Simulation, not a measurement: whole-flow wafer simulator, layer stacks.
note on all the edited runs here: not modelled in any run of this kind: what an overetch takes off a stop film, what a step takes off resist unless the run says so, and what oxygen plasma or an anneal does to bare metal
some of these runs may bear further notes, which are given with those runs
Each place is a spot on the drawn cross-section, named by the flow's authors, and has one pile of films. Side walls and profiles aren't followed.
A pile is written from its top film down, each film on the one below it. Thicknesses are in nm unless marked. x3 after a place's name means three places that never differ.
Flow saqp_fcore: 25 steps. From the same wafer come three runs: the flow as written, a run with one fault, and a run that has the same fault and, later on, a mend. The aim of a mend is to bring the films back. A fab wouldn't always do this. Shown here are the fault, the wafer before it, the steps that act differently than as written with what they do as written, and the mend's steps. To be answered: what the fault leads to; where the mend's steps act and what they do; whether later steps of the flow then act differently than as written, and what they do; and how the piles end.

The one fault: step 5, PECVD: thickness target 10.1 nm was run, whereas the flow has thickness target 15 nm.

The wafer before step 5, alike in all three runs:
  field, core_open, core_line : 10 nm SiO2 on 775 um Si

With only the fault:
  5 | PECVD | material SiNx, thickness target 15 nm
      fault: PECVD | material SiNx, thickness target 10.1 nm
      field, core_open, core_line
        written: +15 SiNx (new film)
        fault: +10.1 SiNx (new film)
  None of the later steps of the flow acts differently than as written at any place that is followed.
  At field, core_open, core_line, the piles at the end differ from the flow's by more than 2% or 0.5 nm, whichever is larger.
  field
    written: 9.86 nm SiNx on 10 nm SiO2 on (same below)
    fault: 4.96 nm SiNx on 10 nm SiO2 on (same below)
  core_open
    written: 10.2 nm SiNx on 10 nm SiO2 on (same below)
    fault: 5.28 nm SiNx on 10 nm SiO2 on (same below)
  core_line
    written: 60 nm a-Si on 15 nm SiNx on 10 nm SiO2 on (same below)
    fault: 60 nm a-Si on 10.1 nm SiNx on 10 nm SiO2 on (same below)

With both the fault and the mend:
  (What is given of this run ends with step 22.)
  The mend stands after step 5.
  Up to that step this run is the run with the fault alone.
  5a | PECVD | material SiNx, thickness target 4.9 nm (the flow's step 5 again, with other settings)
      field, core_open, core_line
        +4.9 SiNx
  None of the later steps of the flow up to step 22 acts differently than as written at any place that is followed.
  At every place that both follow, the piles after step 22 match the flow's.
